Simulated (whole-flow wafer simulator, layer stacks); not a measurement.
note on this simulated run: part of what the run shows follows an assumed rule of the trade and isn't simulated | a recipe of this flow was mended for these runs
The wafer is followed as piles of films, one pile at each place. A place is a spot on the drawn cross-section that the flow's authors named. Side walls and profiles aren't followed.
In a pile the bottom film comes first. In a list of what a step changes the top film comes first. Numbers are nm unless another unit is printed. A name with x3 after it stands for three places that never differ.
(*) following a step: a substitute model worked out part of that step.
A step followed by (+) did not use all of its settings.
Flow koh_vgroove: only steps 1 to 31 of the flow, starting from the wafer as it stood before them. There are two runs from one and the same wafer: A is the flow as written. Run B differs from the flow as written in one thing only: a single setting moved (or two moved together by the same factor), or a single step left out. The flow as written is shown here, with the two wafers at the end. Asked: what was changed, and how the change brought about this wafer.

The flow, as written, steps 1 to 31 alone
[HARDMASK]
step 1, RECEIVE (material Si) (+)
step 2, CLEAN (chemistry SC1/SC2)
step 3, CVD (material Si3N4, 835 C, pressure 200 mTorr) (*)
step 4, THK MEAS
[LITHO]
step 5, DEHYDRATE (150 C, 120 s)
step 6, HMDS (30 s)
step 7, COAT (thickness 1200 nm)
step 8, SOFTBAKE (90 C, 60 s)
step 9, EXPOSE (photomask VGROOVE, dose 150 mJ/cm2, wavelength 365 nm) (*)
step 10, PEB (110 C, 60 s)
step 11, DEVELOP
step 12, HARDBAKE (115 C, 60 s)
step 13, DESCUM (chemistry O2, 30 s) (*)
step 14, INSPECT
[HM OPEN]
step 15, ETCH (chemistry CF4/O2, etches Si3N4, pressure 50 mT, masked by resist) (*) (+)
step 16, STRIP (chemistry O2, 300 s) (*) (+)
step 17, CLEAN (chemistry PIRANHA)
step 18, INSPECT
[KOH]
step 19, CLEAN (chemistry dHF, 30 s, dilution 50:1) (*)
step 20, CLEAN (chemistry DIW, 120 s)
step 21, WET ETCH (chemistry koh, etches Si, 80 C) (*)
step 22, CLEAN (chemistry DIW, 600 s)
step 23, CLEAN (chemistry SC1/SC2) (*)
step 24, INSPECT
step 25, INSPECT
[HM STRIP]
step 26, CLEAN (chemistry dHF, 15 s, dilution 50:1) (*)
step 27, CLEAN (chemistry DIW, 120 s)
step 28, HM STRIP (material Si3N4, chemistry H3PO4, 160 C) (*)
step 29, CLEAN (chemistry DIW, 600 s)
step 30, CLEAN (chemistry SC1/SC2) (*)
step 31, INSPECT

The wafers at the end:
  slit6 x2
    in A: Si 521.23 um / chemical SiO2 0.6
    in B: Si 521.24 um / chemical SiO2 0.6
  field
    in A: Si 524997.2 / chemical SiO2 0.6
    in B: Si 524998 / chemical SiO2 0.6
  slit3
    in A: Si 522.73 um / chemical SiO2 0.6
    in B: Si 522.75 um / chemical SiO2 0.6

Cause: step 3, CVD: 843 C was run, while the flow as written has 835 C.

Step by step, how the change led to this:
  step 3, CVD (material Si3N4, 835 C, pressure 200 mTorr) (*)
      field, slit3, slit2, slit6 x2: A +200 Si3N4 (new film) | B +214.9 Si3N4 (new film)
  step 15, ETCH (chemistry CF4/O2, etches Si3N4, pressure 50 mT, masked by resist) (*) (+)
      slit3, slit2, slit6 x2: A -200 Si3N4 (all of it), -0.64 chemical SiO2 (all of it), -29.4 Si | B -214.9 Si3N4 (all of it), -0.64 chemical SiO2 (all of it), -14.4 Si
  step 28, HM STRIP (material Si3N4, chemistry H3PO4, 160 C) (*)
      field: A -198.7 Si3N4 (all of it), -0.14 chemical SiO2, -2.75 Si | B -213.7 Si3N4 (all of it), -0.14 chemical SiO2, -2 Si
